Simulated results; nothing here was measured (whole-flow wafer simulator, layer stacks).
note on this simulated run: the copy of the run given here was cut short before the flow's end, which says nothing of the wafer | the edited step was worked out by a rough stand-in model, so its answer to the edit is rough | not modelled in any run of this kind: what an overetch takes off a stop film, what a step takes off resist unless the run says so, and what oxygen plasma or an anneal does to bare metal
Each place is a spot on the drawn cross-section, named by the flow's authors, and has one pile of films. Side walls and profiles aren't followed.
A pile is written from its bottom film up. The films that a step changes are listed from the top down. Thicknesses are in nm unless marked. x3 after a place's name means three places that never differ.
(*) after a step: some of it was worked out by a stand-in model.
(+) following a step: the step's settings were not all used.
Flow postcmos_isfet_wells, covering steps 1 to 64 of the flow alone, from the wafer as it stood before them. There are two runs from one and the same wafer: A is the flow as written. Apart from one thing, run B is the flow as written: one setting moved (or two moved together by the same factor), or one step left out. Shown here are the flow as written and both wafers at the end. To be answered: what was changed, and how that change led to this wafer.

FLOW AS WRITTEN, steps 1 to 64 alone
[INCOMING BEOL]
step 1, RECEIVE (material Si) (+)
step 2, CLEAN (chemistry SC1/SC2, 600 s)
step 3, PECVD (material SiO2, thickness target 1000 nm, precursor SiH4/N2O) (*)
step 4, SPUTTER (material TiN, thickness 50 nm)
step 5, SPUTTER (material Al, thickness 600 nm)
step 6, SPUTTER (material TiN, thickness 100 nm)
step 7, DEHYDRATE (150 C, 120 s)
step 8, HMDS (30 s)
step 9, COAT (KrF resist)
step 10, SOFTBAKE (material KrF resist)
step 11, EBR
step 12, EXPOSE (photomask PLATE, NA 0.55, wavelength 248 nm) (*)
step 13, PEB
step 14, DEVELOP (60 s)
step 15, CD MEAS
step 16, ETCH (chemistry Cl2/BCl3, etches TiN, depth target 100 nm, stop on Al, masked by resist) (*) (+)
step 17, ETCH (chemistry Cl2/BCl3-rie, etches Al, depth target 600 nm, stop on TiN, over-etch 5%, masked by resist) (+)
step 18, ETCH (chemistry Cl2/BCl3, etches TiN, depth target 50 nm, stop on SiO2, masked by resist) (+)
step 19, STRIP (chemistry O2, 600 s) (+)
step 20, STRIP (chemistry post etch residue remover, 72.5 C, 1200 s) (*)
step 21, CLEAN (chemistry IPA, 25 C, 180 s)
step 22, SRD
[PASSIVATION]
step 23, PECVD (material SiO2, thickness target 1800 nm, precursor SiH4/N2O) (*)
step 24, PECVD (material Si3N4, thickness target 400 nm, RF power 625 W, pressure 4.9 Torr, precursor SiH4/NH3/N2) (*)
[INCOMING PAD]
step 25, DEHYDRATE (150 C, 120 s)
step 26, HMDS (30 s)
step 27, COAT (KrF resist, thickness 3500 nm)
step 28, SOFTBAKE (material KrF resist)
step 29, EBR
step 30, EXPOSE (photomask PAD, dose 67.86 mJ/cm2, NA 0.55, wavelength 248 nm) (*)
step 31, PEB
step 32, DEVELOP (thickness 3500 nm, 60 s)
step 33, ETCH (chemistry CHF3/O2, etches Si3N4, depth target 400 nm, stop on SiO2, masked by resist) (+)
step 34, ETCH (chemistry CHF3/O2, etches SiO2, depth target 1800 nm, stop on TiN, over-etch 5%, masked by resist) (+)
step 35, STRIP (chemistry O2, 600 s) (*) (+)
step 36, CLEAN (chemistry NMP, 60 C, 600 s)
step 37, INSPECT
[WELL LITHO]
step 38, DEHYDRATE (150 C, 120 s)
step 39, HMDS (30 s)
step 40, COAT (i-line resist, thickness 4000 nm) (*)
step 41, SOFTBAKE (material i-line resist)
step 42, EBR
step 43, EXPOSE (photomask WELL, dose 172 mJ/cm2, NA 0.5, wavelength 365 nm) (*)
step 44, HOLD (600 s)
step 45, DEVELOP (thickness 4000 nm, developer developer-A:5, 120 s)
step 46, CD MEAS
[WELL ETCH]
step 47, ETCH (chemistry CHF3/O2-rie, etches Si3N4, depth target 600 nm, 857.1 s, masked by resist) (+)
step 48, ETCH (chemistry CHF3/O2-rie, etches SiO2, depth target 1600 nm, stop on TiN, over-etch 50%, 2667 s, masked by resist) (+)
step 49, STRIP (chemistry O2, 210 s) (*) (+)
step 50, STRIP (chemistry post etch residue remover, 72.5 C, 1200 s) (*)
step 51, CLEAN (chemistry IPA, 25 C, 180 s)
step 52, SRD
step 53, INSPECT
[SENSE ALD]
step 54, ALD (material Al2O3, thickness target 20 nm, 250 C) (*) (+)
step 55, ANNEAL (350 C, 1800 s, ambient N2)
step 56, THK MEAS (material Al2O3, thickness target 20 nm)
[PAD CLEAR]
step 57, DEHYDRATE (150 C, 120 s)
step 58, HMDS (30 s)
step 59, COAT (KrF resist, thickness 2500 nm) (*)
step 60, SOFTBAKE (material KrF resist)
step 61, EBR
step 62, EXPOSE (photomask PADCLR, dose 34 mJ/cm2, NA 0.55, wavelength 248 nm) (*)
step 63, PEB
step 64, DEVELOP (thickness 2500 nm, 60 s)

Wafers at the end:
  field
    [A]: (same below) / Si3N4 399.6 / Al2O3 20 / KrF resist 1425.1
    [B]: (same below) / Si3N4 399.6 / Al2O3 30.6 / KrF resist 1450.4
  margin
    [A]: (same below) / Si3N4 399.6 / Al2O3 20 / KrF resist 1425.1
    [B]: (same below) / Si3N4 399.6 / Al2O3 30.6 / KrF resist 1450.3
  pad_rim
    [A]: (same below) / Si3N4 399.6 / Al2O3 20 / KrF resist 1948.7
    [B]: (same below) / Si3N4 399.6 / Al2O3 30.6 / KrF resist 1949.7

Cause: step 54, ALD: thickness target 30.6 nm was run, whereas the flow has thickness target 20 nm.
The wafer itself shows it: field has Al2O3 30.6, and step 54 as written asks for 20 nm.

How this came from the change, step by step:
  step 54, ALD (material Al2O3, thickness target 20 nm, 250 C) (*) (+)
      field, margin, well900, well1300 x3, pad_rim, pad_clr, pad_open: A Al2O3 gains 20 (new film) | B Al2O3 gains 30.6 (new film)
